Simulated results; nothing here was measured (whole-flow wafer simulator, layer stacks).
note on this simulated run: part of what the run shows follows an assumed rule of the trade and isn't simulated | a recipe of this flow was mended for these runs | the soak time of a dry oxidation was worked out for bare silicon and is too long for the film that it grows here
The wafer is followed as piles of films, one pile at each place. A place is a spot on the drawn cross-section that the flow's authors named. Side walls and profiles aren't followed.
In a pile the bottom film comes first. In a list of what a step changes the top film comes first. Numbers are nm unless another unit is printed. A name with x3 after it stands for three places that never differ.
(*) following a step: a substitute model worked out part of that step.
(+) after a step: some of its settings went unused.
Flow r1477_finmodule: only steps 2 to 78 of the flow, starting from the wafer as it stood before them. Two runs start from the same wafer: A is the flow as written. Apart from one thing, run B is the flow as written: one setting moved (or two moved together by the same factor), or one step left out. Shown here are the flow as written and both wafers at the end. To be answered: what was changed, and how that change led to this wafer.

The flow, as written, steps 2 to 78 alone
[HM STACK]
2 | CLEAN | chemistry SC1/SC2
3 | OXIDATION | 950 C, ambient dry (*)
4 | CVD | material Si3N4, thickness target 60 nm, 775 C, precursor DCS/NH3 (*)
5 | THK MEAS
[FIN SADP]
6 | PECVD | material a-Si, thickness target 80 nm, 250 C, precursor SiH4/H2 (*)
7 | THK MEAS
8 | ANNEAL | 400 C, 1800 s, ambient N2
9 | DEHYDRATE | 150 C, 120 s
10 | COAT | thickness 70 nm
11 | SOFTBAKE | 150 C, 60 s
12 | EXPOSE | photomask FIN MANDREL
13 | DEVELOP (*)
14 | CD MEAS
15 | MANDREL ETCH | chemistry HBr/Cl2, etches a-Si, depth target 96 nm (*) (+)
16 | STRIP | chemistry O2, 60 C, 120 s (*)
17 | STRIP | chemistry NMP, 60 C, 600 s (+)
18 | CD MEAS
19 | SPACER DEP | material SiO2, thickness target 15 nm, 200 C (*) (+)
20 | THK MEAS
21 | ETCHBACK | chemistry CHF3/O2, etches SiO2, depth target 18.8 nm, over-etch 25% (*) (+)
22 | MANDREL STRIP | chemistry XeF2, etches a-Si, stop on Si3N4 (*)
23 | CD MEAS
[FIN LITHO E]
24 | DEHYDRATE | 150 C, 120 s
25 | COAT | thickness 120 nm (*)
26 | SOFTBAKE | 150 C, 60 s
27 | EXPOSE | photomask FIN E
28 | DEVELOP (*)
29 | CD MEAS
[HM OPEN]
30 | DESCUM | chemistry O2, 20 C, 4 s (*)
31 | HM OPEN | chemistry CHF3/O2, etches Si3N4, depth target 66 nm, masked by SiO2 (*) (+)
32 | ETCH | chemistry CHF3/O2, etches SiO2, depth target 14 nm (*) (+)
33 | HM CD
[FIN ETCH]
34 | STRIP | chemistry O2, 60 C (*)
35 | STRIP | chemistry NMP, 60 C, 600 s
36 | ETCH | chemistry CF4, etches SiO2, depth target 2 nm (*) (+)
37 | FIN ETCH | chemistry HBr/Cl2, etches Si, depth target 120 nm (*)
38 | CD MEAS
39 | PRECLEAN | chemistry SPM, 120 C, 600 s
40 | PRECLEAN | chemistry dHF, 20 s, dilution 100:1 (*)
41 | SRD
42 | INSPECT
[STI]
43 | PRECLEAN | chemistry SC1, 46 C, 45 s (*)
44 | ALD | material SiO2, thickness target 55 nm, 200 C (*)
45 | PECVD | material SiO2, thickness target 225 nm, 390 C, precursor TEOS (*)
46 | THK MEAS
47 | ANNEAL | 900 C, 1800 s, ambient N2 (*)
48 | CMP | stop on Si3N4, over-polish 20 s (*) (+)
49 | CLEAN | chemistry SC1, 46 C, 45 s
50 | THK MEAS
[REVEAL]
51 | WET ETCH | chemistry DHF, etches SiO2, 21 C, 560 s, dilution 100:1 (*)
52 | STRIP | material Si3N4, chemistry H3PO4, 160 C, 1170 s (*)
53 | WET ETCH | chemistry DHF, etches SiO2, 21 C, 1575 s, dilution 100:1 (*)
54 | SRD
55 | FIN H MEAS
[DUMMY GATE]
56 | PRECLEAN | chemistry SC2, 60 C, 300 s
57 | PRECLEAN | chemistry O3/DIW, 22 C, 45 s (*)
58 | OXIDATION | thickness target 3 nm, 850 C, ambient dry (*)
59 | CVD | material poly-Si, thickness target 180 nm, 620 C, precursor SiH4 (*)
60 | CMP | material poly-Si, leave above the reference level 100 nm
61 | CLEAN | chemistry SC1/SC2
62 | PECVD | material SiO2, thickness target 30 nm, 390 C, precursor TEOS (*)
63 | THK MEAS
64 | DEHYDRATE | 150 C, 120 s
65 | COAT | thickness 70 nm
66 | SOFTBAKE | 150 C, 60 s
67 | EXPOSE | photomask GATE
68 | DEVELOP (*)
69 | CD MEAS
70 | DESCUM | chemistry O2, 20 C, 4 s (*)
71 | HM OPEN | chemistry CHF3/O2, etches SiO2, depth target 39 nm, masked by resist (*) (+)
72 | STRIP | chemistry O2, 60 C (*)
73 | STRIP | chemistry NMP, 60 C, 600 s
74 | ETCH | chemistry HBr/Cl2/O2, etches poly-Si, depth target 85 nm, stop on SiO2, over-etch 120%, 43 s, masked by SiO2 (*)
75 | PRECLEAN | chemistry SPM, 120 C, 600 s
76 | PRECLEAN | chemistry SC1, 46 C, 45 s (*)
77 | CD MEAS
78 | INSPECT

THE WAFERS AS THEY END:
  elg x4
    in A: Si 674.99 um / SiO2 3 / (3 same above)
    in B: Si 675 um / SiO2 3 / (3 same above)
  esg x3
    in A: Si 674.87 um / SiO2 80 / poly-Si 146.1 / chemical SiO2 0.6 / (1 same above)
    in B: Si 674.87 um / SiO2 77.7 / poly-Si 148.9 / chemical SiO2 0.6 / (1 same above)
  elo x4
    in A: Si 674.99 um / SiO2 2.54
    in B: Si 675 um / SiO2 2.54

Cause: step 3, OXIDATION: 915 C was run, while the flow as written has 950 C.

How this came from the change, step by step:
  3 | OXIDATION | 950 C, ambient dry (*)
      pad, padg, elg x4 and 30 more: A SiO2 gains 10 (new film), chemical SiO2 loses 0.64 (all of it), Si loses 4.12 | B SiO2 gains 7.15 (new film), chemical SiO2 loses 0.64 (all of it), Si loses 2.86
  32 | ETCH | chemistry CHF3/O2, etches SiO2, depth target 14 nm (*) (+)
      pad, padg, esg x3 and 11 more: A SiO2 loses 4.05 (all of it), Si loses 1.99 | B SiO2 loses 1.2 (all of it), Si loses 2.56
      s40cg, s45cg, s50cg, s40co, s45co, s50co: A SiO2 loses 7 (all of it), Si loses 1.4 | B SiO2 loses 4.15 (all of it), Si loses 1.97
  48 | CMP | stop on Si3N4, over-polish 20 s (*) (+)
      pad, padg: A SiO2 loses 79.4 | B SiO2 loses 81.7
  53 | WET ETCH | chemistry DHF, etches SiO2, 21 C, 1575 s, dilution 100:1 (*)
      elg x4, elo x4: A SiO2 loses 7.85 (all of it) | B SiO2 loses 5.01 (all of it)
      s40sg_line, s45sg_line, s50sg_line, s40so_line, s45so_line, s50so_line: A SiO2 loses 8.51 (all of it) | B SiO2 loses 5.67 (all of it)
  60 | CMP | material poly-Si, leave above the reference level 100 nm
      pad, padg: A poly-Si loses 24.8 | B poly-Si loses 21.9
